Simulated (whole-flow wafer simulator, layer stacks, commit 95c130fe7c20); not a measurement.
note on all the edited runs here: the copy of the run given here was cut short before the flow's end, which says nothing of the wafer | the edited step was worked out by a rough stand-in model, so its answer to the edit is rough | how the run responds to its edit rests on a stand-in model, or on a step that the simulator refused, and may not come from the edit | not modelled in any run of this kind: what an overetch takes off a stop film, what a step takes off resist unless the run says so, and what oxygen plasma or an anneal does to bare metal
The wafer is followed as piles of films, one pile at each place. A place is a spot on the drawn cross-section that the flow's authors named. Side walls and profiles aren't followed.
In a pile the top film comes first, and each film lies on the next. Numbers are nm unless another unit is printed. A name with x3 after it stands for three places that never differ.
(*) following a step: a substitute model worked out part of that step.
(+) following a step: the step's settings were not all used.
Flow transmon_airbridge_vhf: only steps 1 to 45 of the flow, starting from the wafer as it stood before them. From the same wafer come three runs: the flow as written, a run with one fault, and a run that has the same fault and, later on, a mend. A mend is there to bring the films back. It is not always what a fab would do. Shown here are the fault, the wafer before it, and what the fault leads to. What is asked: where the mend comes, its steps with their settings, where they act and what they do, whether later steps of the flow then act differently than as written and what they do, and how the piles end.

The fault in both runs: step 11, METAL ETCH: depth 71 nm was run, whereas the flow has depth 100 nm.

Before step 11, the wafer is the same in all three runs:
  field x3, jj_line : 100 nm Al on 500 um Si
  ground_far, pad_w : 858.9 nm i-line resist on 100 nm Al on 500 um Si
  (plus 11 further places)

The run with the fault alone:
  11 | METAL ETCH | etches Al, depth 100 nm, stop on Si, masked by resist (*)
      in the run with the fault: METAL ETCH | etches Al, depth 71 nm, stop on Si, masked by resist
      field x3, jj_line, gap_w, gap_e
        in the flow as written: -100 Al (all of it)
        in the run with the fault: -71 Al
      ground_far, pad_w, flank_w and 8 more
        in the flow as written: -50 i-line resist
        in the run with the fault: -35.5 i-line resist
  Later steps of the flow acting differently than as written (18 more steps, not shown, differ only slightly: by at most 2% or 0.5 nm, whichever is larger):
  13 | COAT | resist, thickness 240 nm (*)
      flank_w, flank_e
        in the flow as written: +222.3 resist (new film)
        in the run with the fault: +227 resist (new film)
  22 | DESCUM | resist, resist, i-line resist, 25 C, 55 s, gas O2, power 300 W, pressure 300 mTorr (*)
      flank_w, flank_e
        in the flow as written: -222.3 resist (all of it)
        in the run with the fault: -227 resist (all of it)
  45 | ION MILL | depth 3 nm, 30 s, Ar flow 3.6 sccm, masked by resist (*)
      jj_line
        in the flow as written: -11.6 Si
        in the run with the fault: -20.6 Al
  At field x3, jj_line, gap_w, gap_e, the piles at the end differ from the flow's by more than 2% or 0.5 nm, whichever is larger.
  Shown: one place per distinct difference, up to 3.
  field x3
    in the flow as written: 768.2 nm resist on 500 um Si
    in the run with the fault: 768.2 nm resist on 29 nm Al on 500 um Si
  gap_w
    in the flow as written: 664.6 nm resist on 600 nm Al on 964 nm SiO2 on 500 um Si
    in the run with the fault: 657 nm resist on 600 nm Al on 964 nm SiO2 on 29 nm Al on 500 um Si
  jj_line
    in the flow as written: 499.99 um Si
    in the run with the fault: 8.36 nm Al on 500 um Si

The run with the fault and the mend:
  The mend stands after step 12.
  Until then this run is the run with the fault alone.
  12a | COAT | i-line resist, thickness 900 nm (*) (the flow's step 6, run once more)
      field x3, jj_line, trace_open_s x2, margin_s, bridge_strip, margin_n
        +900 i-line resist (new film)
      pad_w, pad_e
        +891.3 i-line resist (new film)
      flank_w, flank_e
        +883.3 i-line resist (new film)
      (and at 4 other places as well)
  12b | SOFTBAKE | i-line resist, 90 C, 90 s (the flow's step 7, run once more)
      flank_w, flank_e
        -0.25 i-line resist
      gap_w, gap_e
        +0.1 i-line resist
  12c | EXPOSE | i-line resist, thickness 900 nm, photomask AB CPW, dose 155.4 mJ/cm2, NA 0.45, wavelength 365 nm (*) (the flow's step 8, run once more)
      does not change any film at any place that is followed
  12d | PEB | i-line resist, 110 C, 60 s (the flow's step 9, run once more)
      field x3, jj_line, trace_open_s x2, margin_s, bridge_strip, margin_n
        -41 i-line resist
      pad_w, pad_e
        -40.6 i-line resist
      flank_w, flank_e
        -40.3 i-line resist
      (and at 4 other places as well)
  12e | DEVELOP | i-line resist, thickness 900 nm, developer developer-B, 60 s (the flow's step 10, run once more)
      ground_far, cpw_trace, trace_open_s x2, margin_s, bridge_strip, margin_n
        -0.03 i-line resist
      field x3, jj_line
        -859 i-line resist (all of it)
      gap_w, gap_e
        -896 i-line resist (all of it)
  12f | METAL ETCH | etches Al, depth 29 nm, stop on Si, masked by resist (*) (the flow's step 11, run once more with other settings)
      ground_far, pad_w, flank_w and 8 more
        -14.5 i-line resist
      field x3, jj_line, gap_w, gap_e
        -29 Al (all of it)
  12g | STRIP | i-line resist, 80 C, 600 s (*) (+) (the flow's step 12, run once more)
      trace_open_s x2, margin_s, bridge_strip, margin_n
        -844.4 i-line resist (all of it)
      pad_w, pad_e
        -836.1 i-line resist (all of it)
      flank_w, flank_e
        -828.3 i-line resist (all of it)
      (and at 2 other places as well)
  Every later step of the flow that is run acts as written at every place that is followed.
  By the end, the piles equal the flow's at every place that both follow.
